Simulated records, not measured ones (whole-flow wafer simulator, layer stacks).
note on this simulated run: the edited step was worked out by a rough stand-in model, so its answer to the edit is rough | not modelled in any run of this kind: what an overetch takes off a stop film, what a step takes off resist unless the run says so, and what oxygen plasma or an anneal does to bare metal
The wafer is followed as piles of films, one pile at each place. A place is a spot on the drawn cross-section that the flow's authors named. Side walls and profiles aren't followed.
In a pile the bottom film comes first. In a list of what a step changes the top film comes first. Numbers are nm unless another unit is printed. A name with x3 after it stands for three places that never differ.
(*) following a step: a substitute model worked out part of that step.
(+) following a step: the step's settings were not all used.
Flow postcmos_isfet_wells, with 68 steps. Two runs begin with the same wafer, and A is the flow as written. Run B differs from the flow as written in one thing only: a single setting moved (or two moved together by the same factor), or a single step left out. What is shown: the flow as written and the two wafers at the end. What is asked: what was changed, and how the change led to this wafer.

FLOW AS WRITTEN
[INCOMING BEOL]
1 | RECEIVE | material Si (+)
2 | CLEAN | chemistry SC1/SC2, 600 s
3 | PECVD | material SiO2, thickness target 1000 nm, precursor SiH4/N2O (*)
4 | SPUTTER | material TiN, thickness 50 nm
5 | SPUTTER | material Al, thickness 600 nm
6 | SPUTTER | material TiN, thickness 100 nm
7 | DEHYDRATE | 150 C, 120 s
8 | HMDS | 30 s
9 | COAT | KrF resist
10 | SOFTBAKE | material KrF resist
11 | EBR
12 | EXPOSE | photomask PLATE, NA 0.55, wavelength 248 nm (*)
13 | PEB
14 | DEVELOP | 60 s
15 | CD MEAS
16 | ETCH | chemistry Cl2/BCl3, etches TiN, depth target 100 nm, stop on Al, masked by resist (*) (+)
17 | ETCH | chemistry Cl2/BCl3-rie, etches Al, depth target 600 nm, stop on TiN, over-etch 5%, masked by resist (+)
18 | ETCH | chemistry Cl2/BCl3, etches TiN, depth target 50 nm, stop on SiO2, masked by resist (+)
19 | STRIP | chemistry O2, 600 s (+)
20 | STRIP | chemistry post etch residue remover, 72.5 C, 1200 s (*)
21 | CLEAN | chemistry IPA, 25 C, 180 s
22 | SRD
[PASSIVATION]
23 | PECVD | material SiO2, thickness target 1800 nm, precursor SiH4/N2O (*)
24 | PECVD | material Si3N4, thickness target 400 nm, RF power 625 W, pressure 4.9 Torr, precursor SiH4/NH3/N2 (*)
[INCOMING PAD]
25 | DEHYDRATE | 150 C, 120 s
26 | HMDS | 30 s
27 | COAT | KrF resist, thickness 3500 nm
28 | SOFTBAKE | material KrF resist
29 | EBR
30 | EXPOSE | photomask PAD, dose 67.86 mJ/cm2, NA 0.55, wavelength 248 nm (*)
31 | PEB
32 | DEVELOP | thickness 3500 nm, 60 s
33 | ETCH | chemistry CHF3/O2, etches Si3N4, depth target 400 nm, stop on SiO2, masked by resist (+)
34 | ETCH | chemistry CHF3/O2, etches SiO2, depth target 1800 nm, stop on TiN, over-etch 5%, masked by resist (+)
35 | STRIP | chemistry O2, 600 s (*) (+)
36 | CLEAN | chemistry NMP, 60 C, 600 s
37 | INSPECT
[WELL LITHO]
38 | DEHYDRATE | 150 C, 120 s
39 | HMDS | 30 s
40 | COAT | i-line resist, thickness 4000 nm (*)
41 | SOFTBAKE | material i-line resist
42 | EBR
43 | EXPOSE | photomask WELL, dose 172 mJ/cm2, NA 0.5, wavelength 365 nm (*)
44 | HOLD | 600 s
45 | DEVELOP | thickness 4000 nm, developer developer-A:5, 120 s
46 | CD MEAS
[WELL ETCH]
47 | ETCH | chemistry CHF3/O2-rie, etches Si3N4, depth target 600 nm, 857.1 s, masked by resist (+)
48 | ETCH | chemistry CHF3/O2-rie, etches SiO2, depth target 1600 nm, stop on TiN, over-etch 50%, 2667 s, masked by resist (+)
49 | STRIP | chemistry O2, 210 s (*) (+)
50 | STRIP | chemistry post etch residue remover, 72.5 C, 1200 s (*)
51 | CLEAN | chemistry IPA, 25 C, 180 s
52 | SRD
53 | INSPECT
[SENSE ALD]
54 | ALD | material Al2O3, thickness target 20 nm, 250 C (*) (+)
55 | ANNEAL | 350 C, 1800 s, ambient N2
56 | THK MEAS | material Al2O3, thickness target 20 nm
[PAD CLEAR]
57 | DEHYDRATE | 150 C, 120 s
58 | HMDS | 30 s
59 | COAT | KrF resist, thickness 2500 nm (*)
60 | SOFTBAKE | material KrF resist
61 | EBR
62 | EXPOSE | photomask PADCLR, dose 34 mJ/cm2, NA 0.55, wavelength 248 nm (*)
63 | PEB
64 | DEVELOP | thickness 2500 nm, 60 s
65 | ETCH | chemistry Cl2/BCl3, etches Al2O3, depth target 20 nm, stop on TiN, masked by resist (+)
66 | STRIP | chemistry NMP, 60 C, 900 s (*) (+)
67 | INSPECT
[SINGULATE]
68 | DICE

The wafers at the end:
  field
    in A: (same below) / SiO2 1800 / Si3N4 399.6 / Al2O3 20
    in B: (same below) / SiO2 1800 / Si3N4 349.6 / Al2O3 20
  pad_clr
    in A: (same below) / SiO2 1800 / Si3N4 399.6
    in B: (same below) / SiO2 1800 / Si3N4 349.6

Cause: step 24, PECVD: thickness target 350 nm was run, whereas the flow has thickness target 400 nm.

Step by step, how the change led to this:
  24 | PECVD | material Si3N4, thickness target 400 nm, RF power 625 W, pressure 4.9 Torr, precursor SiH4/NH3/N2 (*)
      field, margin, well900, well1300 x3, pad_rim, pad_clr, pad_open: A Si3N4 gains 400 (new film) | B Si3N4 gains 350 (new film)
  33 | ETCH | chemistry CHF3/O2, etches Si3N4, depth target 400 nm, stop on SiO2, masked by resist (+)
      pad_open: A Si3N4 loses 400 (all of it) | B Si3N4 loses 350 (all of it)
  41 | SOFTBAKE | material i-line resist
      pad_clr: A i-line resist loses 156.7 | B i-line resist loses 151.7
  47 | ETCH | chemistry CHF3/O2-rie, etches Si3N4, depth target 600 nm, 857.1 s, masked by resist (+)
      well900, well1300 x3: A Si3N4 loses 400 (all of it), SiO2 loses 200 | B Si3N4 loses 350 (all of it), SiO2 loses 250
  48 | ETCH | chemistry CHF3/O2-rie, etches SiO2, depth target 1600 nm, stop on TiN, over-etch 50%, 2667 s, masked by resist (+)
      well900, well1300 x3: A SiO2 loses 1600 (all of it) | B SiO2 loses 1550 (all of it)
